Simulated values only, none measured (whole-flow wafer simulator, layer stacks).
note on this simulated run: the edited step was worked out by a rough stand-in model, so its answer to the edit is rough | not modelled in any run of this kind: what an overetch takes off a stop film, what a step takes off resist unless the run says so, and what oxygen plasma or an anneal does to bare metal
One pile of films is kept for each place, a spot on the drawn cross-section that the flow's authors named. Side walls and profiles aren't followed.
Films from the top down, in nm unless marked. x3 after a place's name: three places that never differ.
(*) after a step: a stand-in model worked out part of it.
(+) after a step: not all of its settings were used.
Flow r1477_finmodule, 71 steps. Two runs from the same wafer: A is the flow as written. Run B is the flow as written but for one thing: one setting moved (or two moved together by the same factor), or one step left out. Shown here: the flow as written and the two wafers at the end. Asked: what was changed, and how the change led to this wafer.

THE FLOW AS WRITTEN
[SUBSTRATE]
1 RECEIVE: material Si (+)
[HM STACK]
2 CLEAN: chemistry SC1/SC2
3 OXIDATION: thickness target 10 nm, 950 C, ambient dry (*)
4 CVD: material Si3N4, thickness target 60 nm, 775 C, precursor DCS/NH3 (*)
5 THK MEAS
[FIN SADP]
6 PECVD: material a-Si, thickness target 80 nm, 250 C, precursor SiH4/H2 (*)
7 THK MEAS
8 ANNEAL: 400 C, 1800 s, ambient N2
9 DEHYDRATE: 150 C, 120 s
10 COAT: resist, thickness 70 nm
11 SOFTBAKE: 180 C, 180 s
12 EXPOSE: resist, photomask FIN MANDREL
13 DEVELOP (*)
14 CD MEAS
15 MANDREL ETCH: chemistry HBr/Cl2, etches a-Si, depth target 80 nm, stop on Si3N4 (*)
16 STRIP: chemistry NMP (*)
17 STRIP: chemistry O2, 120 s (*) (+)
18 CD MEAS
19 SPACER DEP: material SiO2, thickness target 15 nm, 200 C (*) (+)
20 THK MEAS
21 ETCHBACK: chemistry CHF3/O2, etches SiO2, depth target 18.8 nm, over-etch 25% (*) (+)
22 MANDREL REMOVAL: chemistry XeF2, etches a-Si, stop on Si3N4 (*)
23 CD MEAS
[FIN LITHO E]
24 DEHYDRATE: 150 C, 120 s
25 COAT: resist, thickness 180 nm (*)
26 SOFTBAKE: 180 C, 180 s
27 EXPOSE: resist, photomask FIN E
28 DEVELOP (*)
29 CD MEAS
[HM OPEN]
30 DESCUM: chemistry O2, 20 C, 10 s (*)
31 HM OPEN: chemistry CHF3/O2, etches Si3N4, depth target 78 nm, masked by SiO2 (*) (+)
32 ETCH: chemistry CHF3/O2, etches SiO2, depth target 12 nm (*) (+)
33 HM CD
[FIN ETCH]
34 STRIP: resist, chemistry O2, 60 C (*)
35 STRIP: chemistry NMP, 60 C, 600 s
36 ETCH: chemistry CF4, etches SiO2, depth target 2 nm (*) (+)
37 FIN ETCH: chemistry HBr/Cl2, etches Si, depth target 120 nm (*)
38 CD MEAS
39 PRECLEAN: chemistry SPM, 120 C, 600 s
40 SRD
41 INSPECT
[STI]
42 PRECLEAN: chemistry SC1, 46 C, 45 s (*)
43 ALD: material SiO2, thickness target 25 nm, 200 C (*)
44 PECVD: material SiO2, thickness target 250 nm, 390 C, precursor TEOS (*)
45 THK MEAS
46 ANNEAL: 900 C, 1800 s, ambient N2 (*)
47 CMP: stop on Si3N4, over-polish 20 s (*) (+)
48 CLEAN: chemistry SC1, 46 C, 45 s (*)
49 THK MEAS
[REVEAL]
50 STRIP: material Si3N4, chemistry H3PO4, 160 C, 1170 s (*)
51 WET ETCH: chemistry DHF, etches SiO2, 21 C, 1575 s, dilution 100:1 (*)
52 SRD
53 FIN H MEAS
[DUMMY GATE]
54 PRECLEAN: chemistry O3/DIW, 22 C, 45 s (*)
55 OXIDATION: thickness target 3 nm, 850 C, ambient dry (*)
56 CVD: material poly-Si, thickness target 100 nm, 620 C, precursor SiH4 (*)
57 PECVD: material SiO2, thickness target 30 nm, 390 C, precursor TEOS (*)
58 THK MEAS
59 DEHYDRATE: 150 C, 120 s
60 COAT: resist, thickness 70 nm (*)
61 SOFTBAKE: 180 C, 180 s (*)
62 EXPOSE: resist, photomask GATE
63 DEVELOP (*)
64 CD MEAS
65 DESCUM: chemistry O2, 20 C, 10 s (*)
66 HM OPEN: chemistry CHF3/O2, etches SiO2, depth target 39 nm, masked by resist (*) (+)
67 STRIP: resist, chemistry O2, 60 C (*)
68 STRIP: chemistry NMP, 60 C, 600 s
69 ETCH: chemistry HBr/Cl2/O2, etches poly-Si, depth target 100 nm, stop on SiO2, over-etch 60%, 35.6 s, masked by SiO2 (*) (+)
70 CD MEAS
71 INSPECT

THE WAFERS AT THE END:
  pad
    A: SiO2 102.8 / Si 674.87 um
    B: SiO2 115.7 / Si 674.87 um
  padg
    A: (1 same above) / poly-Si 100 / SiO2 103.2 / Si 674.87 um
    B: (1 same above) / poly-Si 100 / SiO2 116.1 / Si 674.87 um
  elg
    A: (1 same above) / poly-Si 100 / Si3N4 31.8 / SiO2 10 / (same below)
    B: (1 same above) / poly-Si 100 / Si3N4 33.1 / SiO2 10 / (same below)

The cause: step 51, WET ETCH: 17.07 C was run, where the flow has 21 C.

How the change led to this, step by step:
  51 WET ETCH: chemistry DHF, etches SiO2, 21 C, 1575 s, dilution 100:1 (*)
      pad, padg, e40sg and 12 more: A SiO2 -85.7 | B SiO2 -72.8
      elg, e40lg, e100lg, e200lg, elo, e40lo, e100lo, e200lo: A SiO2 -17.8 (all of it), Si3N4 -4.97 | B SiO2 -17.8 (all of it), Si3N4 -3.6
      (and at 7 more places)
  56 CVD: material poly-Si, thickness target 100 nm, 620 C, precursor SiH4 (*)
      s40cg, s40co: A poly-Si +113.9 (new film) | B poly-Si +102 (new film)
      s45cg, s45co: A poly-Si +113.4 (new film) | B poly-Si +101.5 (new film)
      (and at 3 more places)
  60 COAT: resist, thickness 70 nm (*)
      e40sg, eso, e40so: A resist +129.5 (new film) | B resist +118.6 (new film)
      e100sg, e100so: A resist +129.4 (new film) | B resist +118.5 (new film)
      (and at 8 more places)
  63 DEVELOP (*)
      eso, e40so: A resist -129.5 (all of it) | B resist -118.6 (all of it)
      e100so: A resist -129.4 (all of it) | B resist -118.5 (all of it)
      (and at 4 more places)
  67 STRIP: resist, chemistry O2, 60 C (*)
      e40sg: A resist -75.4 (all of it) | B resist -64.5 (all of it)
      e100sg: A resist -75.3 (all of it) | B resist -64.4 (all of it)
      (and at 5 more places)
  69 ETCH: chemistry HBr/Cl2/O2, etches poly-Si, depth target 100 nm, stop on SiO2, over-etch 60%, 35.6 s, masked by SiO2 (*) (+)
      s40co: A chemical SiO2 -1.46 (all of it), poly-Si -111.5 (all of it), SiO2 -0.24 | B chemical SiO2 -1.4 (all of it), poly-Si -99.6 (all of it), SiO2 -0.32
      s45co: A chemical SiO2 -1.46 (all of it), poly-Si -110.9 (all of it), SiO2 -0.25 | B chemical SiO2 -1.4 (all of it), poly-Si -99.1 (all of it), SiO2 -0.35
      (and at 1 more place)
